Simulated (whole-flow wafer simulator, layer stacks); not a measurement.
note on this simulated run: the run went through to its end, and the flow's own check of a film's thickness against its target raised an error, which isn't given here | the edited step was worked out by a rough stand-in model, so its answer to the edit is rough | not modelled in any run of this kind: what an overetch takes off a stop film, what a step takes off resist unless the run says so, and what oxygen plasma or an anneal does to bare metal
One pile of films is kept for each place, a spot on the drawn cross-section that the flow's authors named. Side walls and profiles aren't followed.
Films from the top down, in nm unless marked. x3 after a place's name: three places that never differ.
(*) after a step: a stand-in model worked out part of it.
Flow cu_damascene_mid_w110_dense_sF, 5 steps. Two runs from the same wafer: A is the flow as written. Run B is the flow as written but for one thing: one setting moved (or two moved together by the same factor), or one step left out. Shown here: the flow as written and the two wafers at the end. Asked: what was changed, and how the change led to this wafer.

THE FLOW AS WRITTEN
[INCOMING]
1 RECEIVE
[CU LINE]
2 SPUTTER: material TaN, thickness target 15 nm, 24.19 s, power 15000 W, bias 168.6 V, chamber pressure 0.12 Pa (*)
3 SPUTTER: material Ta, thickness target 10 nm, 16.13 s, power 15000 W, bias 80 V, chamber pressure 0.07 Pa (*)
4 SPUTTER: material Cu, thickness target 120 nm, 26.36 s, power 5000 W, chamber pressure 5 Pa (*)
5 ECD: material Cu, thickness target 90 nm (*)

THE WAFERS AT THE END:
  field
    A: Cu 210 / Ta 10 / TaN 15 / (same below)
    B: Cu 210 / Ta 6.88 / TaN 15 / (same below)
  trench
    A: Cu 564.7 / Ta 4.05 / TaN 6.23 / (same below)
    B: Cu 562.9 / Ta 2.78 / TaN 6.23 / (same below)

The cause: step 3, SPUTTER: 11.1 s was run, where the flow has 16.13 s.

How the change led to this, step by step:
  3 SPUTTER: material Ta, thickness target 10 nm, 16.13 s, power 15000 W, bias 80 V, chamber pressure 0.07 Pa (*)
      field: A Ta +10 (new film) | B Ta +6.88 (new film)
      trench: A Ta +4.05 (new film) | B Ta +2.78 (new film)
